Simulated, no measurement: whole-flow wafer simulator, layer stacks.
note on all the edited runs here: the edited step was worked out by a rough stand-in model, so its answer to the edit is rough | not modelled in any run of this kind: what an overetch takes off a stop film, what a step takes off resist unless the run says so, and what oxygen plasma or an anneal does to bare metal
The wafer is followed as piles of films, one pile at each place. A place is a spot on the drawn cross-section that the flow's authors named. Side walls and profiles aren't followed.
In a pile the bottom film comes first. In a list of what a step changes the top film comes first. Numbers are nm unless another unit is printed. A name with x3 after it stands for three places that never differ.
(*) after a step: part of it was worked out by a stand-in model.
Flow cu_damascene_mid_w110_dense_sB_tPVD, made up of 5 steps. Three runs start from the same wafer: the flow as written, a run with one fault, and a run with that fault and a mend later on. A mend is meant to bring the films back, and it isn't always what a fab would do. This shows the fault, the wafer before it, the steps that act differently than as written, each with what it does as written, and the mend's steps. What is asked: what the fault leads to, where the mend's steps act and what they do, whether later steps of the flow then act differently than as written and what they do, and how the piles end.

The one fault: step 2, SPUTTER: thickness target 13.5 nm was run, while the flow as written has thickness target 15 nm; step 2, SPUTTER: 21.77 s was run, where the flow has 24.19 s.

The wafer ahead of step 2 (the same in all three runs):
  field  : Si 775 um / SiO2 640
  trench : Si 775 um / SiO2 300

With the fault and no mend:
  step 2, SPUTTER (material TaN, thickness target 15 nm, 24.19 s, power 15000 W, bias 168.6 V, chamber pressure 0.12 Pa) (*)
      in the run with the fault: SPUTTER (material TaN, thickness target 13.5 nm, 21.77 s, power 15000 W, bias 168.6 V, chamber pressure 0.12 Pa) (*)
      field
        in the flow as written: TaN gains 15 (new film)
        in the run with the fault: TaN gains 13.5 (new film)
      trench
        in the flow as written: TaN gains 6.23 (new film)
        in the run with the fault: TaN gains 5.61 (new film)
  Every later step of the flow that is run acts as written, at every place that is followed, to within 2% or 0.5 nm, whichever is larger.
  By the end, the piles at field, trench depart from the flow's by more than 2% or 0.5 nm, whichever is larger.
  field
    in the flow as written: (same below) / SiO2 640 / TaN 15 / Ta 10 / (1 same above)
    in the run with the fault: (same below) / SiO2 640 / TaN 13.5 / Ta 10 / (1 same above)
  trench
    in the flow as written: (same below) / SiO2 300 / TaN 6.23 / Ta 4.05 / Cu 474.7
    in the run with the fault: (same below) / SiO2 300 / TaN 5.61 / Ta 4.06 / Cu 473.8

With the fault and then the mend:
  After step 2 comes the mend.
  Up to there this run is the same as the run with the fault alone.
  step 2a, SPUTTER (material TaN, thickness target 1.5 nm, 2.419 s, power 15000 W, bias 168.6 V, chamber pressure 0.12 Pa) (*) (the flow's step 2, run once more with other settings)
      field
        TaN gains 1.5
      trench
        TaN gains 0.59
  Every later step of the flow that is run acts as written, at every place that is followed, to within 2% or 0.5 nm, whichever is larger.
  When the end is reached, the piles differ only a little from the flow's at the places that both follow, at most by 2% or 0.5 nm, whichever is larger.
